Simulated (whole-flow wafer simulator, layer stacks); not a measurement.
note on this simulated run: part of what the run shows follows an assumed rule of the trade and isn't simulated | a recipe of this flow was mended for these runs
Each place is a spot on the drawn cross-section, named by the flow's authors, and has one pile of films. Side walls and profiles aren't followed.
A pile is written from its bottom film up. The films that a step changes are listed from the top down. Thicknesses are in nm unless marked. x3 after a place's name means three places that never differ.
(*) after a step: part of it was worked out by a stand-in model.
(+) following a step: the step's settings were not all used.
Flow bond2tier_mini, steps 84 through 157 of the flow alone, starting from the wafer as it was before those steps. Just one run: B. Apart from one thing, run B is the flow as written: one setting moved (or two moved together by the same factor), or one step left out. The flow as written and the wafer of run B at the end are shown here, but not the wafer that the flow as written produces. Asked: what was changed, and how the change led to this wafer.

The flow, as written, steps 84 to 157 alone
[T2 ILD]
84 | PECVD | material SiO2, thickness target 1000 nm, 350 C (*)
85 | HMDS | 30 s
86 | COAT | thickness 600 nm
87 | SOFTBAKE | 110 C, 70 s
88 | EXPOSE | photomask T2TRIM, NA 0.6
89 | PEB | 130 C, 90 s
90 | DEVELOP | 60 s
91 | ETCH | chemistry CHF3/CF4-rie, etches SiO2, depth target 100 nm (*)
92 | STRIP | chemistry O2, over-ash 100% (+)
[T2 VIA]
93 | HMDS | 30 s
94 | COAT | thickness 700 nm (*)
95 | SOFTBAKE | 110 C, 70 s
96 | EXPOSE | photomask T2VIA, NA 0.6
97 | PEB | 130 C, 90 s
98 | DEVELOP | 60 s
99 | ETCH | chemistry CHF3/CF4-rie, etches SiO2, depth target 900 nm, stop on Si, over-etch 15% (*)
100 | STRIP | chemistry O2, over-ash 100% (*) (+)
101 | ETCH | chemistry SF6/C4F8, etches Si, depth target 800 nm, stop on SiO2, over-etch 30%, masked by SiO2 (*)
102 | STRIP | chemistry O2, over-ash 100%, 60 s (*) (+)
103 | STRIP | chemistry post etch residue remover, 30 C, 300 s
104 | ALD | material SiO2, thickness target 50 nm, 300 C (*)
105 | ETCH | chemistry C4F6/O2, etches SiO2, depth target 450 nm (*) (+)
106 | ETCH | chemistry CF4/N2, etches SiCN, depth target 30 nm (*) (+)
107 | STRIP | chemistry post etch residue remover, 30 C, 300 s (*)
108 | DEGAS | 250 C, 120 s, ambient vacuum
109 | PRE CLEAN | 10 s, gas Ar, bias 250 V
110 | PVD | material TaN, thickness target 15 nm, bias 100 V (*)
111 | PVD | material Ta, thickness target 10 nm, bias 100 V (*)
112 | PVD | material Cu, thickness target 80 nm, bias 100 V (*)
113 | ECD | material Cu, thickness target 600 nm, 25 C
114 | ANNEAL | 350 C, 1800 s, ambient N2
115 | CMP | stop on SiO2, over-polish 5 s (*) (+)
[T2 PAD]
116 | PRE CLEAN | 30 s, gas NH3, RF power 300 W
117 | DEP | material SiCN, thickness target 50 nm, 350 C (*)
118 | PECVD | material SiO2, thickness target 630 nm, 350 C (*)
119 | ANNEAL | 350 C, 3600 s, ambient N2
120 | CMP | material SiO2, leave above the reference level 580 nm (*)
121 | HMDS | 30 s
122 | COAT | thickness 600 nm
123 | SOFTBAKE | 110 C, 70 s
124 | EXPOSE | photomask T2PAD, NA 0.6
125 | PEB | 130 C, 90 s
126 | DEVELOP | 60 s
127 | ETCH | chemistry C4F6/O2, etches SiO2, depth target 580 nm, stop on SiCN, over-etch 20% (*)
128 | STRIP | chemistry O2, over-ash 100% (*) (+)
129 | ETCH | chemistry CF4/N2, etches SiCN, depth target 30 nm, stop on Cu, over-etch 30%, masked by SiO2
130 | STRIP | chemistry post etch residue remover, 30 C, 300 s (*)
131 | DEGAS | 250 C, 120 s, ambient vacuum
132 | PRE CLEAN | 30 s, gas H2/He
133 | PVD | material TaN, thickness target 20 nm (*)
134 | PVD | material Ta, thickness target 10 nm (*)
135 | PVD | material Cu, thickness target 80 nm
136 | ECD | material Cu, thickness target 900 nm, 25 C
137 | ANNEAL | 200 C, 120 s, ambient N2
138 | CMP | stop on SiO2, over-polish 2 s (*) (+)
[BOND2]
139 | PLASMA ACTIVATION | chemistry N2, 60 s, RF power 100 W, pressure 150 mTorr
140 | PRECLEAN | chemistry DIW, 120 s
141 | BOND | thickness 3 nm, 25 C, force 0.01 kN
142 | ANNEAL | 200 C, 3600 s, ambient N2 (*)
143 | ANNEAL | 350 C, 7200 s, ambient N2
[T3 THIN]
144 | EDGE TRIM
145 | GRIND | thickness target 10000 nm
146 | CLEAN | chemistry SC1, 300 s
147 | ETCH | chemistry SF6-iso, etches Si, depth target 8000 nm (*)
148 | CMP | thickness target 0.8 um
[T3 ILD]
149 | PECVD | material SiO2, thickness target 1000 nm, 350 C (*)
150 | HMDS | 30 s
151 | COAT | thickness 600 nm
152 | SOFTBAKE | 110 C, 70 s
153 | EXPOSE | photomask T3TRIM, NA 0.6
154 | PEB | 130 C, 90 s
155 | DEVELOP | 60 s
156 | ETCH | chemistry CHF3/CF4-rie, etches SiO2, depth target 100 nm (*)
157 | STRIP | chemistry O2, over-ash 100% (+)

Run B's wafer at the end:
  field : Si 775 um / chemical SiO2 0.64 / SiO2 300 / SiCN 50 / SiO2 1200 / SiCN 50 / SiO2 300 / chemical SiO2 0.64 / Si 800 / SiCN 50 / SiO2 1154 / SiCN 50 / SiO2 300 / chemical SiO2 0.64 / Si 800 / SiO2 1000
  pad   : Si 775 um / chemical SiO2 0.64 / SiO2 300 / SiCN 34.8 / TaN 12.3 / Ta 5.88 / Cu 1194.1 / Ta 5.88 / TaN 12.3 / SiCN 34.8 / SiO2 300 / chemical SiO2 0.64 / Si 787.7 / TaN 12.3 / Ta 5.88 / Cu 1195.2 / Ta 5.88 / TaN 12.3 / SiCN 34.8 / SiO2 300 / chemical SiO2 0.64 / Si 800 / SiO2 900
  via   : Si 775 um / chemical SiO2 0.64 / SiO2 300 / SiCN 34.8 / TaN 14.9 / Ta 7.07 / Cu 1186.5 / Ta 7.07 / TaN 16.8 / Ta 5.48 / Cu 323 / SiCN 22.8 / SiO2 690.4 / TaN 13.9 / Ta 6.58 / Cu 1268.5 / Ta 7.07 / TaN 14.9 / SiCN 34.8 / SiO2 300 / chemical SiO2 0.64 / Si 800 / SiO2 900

The reason: step 84, PECVD: thickness target 418.8 nm was run, though the flow has thickness target 1000 nm.

How this came from the change, step by step:
  84 | PECVD | material SiO2, thickness target 1000 nm, 350 C (*)
      field, pad, via: +418.8 SiO2 (new film) (it would be, as written: +1000 SiO2 (new film))
  99 | ETCH | chemistry CHF3/CF4-rie, etches SiO2, depth target 900 nm, stop on Si, over-etch 15% (*)
      field, pad: -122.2 thick-KrF-resist (it would be, as written: -345 thick-KrF-resist)
      via: -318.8 SiO2 (all of it), -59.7 Si (it would be, as written: -900 SiO2 (all of it), -11.2 Si)
  100 | STRIP | chemistry O2, over-ash 100% (*) (+)
      field: -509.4 thick-KrF-resist (all of it) (it would be, as written: -286.6 thick-KrF-resist (all of it))
      pad: -595.7 thick-KrF-resist (all of it) (it would be, as written: -372.9 thick-KrF-resist (all of it))
  101 | ETCH | chemistry SF6/C4F8, etches Si, depth target 800 nm, stop on SiO2, over-etch 30%, masked by SiO2 (*)
      field, pad: -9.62 SiO2 (it would be, as written: -10.3 SiO2)
      via: -740.3 Si (all of it), -0.64 chemical SiO2 (all of it), -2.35 SiO2 (it would be, as written: -788.8 Si (all of it), -0.64 chemical SiO2 (all of it), -1.87 SiO2)
  105 | ETCH | chemistry C4F6/O2, etches SiO2, depth target 450 nm (*) (+)
      pad: -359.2 SiO2 (all of it), -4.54 Si (it would be, as written: -450 SiO2)
  106 | ETCH | chemistry CF4/N2, etches SiCN, depth target 30 nm (*) (+)
      field: -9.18 SiO2 (all of it) (it would be, as written: -20 SiO2)
      pad: nothing (it would be, as written: -20 SiO2)
  109 | PRE CLEAN | 10 s, gas Ar, bias 250 V
      field, pad: nothing (it would be, as written: -3 SiO2)
  110 | PVD | material TaN, thickness target 15 nm, bias 100 V (*)
      pad: +15 TaN (new film) (it would be, as written: +14.2 TaN (new film))
      via: +8.27 TaN (it would be, as written: +6.94 TaN)
  111 | PVD | material Ta, thickness target 10 nm, bias 100 V (*)
      pad: +10 Ta (new film) (it would be, as written: +9.42 Ta (new film))
      via: +5.48 Ta (new film) (it would be, as written: +4.57 Ta (new film))
  112 | PVD | material Cu, thickness target 80 nm, bias 100 V (*)
      pad: +80 Cu (new film) (it would be, as written: +75.3 Cu (new film))
      via: +42.6 Cu (new film) (it would be, as written: +35 Cu (new film))
  113 | ECD | material Cu, thickness target 600 nm, 25 C
      pad: +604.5 Cu (it would be, as written: +706.1 Cu)
      via: +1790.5 Cu (it would be, as written: +2367 Cu)
  115 | CMP | stop on SiO2, over-polish 5 s (*) (+)
      field: -680 Cu (all of it), -10 Ta (all of it), -15 TaN (all of it) (it would be, as written: -680 Cu (all of it), -10 Ta (all of it), -15 TaN (all of it), -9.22 SiO2)
      pad: -684.5 Cu (all of it), -10 Ta (all of it), -15 TaN (all of it) (it would be, as written: -711.3 Cu)
      (and at 1 other place as well)
  117 | DEP | material SiCN, thickness target 50 nm, 350 C (*)
      via: +22.8 SiCN (new film) (it would be, as written: +50 SiCN (new film))
  118 | PECVD | material SiO2, thickness target 630 nm, 350 C (*)
      via: +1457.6 SiO2 (new film) (it would be, as written: +630 SiO2 (new film))
  120 | CMP | material SiO2, leave above the reference level 580 nm (*)
      pad, via: -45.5 SiO2 (it would be, as written: -50 SiO2)
      field: -50 SiO2 (it would be, as written: -47.1 SiO2)
  127 | ETCH | chemistry C4F6/O2, etches SiO2, depth target 580 nm, stop on SiCN, over-etch 20% (*)
      via: -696 SiO2 (it would be, as written: -580 SiO2 (all of it), -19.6 SiCN)
      pad: -584.5 SiO2 (all of it), -18.8 SiCN (it would be, as written: -580 SiO2 (all of it), -19.6 SiCN)
  ... 5 further steps ...
  136 | ECD | material Cu, thickness target 900 nm, 25 C
      via: +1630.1 Cu (it would be, as written: +1534.4 Cu)
With metal films that touch counted as one body, via has 2 bodies (between them, from the top down: SiO2 690.4 / SiCN 22.8); the flow as written gives 1 body.
